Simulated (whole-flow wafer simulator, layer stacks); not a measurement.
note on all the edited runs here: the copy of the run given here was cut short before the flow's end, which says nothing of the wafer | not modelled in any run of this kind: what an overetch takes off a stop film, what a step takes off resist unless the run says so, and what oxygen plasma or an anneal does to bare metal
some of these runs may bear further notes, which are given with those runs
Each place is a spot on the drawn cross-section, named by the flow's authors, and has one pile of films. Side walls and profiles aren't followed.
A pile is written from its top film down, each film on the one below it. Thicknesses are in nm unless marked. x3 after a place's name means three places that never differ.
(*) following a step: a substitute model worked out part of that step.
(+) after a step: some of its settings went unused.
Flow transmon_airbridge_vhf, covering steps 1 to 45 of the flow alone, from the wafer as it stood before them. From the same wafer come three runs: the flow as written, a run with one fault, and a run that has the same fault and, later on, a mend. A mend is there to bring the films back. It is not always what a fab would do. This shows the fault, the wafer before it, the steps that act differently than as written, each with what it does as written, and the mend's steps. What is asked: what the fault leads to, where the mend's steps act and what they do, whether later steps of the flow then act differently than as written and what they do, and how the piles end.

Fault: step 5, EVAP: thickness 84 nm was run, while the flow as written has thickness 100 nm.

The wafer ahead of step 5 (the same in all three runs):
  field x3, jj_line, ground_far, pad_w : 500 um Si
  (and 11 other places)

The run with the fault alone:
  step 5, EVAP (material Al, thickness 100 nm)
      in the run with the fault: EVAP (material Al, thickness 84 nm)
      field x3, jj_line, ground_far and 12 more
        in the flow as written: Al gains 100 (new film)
        in the run with the fault: Al gains 84 (new film)
  Steps further on in the flow that do not act as written (not shown: 19 more steps that differ only slightly, by at most 2% or 0.5 nm, whichever is larger):
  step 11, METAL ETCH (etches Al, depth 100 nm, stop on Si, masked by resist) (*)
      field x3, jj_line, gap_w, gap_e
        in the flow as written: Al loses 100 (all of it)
        in the run with the fault: Al loses 84 (all of it)
  The piles end different from the flow's at ground_far, pad_w, flank_w and 8 more by more than 2% or 0.5 nm, whichever is larger.
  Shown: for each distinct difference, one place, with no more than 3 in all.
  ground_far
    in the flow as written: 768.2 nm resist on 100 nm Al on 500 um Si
    in the run with the fault: 768.2 nm resist on 84 nm Al on 500 um Si
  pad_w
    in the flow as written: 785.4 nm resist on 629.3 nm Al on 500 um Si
    in the run with the fault: 785.5 nm resist on 613.3 nm Al on 500 um Si
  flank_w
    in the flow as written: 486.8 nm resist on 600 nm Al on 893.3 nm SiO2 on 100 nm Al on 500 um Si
    in the run with the fault: 488.9 nm resist on 600 nm Al on 893.2 nm SiO2 on 84 nm Al on 500 um Si

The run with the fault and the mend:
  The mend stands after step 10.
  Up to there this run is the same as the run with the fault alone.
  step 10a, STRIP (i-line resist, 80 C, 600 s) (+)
      ground_far, pad_w, flank_w and 8 more
        i-line resist loses 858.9 (all of it)
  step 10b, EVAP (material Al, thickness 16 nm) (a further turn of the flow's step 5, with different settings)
      field x3, jj_line, ground_far and 12 more
        Al gains 16
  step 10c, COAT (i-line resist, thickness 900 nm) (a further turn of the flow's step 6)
      field x3, jj_line, ground_far and 12 more
        i-line resist gains 900 (new film)
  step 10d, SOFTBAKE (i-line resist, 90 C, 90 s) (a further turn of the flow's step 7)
      leaves every film unchanged at each place that is followed
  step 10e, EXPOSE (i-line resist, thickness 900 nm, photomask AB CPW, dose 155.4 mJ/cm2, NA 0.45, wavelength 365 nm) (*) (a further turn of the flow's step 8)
      leaves every film unchanged at each place that is followed
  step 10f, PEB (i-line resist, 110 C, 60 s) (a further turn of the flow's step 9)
      field x3, jj_line, ground_far and 12 more
        i-line resist loses 41
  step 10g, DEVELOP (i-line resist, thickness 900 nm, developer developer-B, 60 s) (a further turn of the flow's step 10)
      ground_far, pad_w, flank_w and 8 more
        i-line resist loses 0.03
      field x3, jj_line, gap_w, gap_e
        i-line resist loses 859 (all of it)
  None of the later steps of the flow acts differently than as written at any place that is followed.
  At every place that both follow, the piles at the end match the flow's.
